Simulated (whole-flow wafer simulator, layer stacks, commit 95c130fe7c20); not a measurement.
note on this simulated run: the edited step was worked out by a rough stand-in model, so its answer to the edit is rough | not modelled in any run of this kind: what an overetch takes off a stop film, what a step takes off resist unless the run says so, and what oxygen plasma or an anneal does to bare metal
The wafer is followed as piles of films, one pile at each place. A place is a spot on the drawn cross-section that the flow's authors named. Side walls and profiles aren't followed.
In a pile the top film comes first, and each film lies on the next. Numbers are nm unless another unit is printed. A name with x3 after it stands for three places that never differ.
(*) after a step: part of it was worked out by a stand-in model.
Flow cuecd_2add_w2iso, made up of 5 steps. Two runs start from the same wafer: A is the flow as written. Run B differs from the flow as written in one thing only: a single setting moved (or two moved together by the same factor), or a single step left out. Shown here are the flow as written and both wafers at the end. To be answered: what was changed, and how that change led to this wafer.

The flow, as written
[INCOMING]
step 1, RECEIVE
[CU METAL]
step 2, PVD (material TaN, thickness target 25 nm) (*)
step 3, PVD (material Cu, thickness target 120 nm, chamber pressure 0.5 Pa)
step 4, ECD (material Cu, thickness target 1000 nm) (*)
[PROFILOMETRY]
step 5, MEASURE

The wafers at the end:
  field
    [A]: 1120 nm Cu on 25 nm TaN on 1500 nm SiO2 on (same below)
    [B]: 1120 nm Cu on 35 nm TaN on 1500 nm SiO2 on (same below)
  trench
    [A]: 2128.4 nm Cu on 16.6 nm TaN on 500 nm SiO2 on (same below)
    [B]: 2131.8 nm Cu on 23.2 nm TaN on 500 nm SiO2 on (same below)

The reason: step 2, PVD: thickness target 35 nm was run, while the flow as written has thickness target 25 nm.
The wafer itself shows it: field has TaN 35, and step 2 as written asks for 25 nm.

The path from the change to this, step by step:
  step 2, PVD (material TaN, thickness target 25 nm) (*)
      field: A +25 TaN (new film) | B +35 TaN (new film)
      trench: A +16.6 TaN (new film) | B +23.2 TaN (new film)
